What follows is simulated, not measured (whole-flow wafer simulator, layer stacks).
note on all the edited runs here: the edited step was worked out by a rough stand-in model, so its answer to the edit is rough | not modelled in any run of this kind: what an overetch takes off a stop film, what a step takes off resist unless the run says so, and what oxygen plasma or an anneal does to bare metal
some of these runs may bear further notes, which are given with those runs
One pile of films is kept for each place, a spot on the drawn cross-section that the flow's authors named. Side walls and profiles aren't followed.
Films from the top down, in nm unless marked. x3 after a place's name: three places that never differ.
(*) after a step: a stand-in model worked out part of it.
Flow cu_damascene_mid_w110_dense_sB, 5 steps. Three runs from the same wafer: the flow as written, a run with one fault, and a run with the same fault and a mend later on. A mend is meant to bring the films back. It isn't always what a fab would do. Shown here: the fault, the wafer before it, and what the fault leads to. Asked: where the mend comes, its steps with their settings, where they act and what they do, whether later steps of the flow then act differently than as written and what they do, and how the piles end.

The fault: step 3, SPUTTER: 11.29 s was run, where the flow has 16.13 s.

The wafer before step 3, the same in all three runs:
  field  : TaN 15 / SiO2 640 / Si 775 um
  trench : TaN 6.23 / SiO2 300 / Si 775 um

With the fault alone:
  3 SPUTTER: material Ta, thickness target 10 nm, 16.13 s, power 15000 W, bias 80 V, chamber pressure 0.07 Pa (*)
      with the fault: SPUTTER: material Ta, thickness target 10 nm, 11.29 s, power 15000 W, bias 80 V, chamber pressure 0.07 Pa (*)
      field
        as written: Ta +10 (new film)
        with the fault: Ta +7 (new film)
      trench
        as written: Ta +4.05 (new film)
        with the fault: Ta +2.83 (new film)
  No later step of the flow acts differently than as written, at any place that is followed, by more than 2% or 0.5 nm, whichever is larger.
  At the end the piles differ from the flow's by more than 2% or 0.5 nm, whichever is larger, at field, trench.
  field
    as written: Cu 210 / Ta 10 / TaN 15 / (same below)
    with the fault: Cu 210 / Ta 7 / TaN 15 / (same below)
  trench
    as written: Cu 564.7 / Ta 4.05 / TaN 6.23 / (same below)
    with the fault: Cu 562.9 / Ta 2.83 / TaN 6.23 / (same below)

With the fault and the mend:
  The mend comes after step 3.
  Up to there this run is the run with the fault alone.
  3a SPUTTER: material Ta, thickness target 10 nm, 4.84 s, power 15000 W, bias 80 V, chamber pressure 0.07 Pa (*) (the flow's step 3 once more, with other settings)
      field
        Ta +3
      trench
        Ta +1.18
  No later step of the flow acts differently than as written at any place that is followed.
  At the end the piles differ from the flow's only slightly at the places that both follow, by at most 2% or 0.5 nm, whichever is larger.
